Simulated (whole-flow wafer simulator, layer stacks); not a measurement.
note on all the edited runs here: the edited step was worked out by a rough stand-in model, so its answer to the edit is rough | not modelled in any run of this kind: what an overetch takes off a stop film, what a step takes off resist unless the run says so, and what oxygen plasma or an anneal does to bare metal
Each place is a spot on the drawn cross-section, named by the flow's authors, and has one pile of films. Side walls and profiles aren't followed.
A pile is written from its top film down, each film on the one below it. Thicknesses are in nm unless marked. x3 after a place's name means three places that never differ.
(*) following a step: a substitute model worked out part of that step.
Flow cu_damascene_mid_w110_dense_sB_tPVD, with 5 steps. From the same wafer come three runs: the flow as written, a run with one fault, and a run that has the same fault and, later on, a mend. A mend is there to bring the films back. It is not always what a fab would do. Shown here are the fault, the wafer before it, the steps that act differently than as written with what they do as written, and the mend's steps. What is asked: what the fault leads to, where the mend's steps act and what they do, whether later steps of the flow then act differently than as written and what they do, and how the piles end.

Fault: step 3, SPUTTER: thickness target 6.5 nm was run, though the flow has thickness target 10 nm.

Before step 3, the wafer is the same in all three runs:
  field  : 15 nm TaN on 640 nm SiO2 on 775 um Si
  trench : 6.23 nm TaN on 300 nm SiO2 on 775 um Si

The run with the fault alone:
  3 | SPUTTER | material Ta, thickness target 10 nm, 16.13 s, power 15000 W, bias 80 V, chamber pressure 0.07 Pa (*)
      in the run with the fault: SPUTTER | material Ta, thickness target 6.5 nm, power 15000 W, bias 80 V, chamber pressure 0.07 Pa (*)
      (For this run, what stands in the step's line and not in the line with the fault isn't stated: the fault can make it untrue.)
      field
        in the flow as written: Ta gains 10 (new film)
        in the run with the fault: Ta gains 6.5 (new film)
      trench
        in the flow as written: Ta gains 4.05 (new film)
        in the run with the fault: Ta gains 2.63 (new film)
  Every later step of the flow that is run acts as written, at every place that is followed, to within 2% or 0.5 nm, whichever is larger.
  By the end, the piles at field, trench depart from the flow's by more than 2% or 0.5 nm, whichever is larger.
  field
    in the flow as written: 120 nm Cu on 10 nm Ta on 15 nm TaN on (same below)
    in the run with the fault: 120 nm Cu on 6.5 nm Ta on 15 nm TaN on (same below)
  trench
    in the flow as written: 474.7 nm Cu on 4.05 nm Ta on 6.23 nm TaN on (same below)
    in the run with the fault: 472.6 nm Cu on 2.63 nm Ta on 6.23 nm TaN on (same below)

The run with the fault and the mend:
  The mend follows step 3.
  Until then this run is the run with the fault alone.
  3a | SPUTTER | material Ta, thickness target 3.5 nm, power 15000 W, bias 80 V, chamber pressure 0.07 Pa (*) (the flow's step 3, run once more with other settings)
      field
        Ta gains 3.5
      trench
        Ta gains 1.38
  Every later step of the flow that is run acts as written, at every place that is followed, to within 2% or 0.5 nm, whichever is larger.
  When the end is reached, the piles differ only a little from the flow's at the places that both follow, at most by 2% or 0.5 nm, whichever is larger.
